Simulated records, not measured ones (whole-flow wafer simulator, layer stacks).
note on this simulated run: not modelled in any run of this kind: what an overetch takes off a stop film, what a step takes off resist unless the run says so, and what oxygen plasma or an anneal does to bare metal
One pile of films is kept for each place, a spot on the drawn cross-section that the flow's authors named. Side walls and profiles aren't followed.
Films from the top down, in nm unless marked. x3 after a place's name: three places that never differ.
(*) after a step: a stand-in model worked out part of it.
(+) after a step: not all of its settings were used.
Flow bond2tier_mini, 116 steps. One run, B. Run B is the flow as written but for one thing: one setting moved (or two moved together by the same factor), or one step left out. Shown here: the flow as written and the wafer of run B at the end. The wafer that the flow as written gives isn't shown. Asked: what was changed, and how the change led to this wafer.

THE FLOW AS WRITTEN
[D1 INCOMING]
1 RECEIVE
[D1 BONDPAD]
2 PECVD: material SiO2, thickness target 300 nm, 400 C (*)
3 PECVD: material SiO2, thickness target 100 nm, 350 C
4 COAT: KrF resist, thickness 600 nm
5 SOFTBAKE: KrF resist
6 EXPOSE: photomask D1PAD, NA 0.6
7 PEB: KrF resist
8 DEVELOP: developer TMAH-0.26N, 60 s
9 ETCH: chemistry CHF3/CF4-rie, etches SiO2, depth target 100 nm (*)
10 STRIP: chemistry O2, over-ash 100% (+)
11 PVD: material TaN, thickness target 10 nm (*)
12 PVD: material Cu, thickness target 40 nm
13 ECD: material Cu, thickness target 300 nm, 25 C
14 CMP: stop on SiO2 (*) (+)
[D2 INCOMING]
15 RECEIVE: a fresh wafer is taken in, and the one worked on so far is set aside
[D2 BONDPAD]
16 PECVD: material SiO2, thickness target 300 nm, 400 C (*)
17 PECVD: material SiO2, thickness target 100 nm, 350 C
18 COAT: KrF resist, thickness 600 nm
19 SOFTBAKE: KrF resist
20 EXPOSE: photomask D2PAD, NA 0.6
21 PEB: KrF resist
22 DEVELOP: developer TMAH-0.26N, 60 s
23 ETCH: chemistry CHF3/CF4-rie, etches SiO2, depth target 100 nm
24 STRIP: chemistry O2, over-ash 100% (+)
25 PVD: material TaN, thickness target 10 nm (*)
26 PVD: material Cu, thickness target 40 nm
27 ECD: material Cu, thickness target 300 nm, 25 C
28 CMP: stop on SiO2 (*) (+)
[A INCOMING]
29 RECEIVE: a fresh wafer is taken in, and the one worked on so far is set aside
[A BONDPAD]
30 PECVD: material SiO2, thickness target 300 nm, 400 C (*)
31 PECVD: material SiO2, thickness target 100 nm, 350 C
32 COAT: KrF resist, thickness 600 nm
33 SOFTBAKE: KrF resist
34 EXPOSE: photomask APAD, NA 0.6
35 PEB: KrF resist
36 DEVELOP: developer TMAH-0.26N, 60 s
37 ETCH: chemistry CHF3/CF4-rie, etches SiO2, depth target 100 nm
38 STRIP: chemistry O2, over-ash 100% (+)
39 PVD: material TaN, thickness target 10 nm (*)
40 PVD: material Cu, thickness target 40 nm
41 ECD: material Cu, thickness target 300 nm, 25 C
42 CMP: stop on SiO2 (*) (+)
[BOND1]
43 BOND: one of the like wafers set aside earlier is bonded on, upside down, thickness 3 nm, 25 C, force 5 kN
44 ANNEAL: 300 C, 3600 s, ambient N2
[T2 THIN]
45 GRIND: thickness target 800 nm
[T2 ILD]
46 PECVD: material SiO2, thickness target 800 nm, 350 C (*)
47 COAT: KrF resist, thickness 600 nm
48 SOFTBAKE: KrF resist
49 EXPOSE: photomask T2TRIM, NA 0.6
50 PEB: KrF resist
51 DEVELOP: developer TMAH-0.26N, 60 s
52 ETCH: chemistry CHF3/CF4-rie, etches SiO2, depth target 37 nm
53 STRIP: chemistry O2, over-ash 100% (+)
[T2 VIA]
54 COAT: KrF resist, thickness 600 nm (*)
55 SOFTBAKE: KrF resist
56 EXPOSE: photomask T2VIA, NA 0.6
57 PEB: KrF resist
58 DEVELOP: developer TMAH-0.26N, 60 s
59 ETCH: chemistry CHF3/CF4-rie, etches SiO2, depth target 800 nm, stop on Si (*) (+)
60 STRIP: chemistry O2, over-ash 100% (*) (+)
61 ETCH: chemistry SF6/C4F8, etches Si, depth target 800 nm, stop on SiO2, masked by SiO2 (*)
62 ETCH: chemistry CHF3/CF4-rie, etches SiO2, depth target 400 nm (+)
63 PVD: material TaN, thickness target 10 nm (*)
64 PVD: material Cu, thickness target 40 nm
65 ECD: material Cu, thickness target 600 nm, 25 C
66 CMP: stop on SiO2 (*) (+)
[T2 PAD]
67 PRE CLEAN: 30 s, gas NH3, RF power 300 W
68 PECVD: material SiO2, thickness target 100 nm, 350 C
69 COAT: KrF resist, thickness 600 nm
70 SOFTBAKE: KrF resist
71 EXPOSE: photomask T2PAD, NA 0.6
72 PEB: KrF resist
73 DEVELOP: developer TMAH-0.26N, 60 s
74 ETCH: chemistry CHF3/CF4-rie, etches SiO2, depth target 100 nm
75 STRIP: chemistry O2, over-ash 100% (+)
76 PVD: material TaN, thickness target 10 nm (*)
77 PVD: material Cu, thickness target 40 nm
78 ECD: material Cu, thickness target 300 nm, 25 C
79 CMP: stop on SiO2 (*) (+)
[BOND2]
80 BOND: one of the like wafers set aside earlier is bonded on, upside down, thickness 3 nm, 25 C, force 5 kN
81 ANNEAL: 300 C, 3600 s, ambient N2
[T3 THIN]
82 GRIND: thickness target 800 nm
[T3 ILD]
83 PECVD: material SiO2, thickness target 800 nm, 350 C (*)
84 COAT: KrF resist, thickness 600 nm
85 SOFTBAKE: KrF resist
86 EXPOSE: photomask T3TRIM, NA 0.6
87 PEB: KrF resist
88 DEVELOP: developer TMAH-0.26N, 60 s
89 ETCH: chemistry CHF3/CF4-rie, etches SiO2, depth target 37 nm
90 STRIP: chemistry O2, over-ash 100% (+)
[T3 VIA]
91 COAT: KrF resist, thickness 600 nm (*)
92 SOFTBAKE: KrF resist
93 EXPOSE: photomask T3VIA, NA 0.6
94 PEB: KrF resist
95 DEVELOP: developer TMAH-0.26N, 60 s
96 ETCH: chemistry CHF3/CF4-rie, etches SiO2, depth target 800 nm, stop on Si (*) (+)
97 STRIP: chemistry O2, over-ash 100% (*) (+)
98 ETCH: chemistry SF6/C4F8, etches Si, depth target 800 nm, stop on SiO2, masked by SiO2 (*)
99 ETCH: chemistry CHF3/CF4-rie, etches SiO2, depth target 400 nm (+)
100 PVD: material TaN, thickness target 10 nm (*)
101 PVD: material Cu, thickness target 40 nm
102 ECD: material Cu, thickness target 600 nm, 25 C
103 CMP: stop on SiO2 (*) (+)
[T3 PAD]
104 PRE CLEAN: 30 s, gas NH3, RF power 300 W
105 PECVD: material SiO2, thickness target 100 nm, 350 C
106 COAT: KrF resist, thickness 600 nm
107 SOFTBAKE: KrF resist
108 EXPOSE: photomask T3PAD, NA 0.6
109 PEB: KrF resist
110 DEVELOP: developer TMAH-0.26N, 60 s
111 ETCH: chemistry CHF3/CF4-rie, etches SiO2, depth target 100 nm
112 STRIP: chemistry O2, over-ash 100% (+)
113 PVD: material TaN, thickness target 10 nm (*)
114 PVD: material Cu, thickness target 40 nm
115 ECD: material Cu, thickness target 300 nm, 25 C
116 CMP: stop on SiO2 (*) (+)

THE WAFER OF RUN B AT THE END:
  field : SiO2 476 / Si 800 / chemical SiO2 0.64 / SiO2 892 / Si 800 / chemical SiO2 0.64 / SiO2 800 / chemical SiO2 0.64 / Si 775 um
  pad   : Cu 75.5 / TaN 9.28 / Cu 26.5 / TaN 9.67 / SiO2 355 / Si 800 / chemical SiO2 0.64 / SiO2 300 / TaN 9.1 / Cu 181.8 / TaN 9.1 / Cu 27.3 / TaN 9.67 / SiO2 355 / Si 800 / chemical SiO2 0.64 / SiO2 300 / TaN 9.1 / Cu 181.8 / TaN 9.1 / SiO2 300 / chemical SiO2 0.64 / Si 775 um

The cause: step 105, PECVD: thickness target 84 nm was run, where the flow has thickness target 100 nm.

How the change led to this, step by step:
  105 PECVD: material SiO2, thickness target 100 nm, 350 C
      field: SiO2 +84 (as written it would be: SiO2 +100)
      pad: SiO2 +84 (new film) (as written it would be: SiO2 +100 (new film))
  111 ETCH: chemistry CHF3/CF4-rie, etches SiO2, depth target 100 nm
      pad: SiO2 -84 (all of it), Cu -0.8 (as written it would be: SiO2 -100 (all of it))
  115 ECD: material Cu, thickness target 300 nm, 25 C
      pad: Cu +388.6 (as written it would be: Cu +404.5)
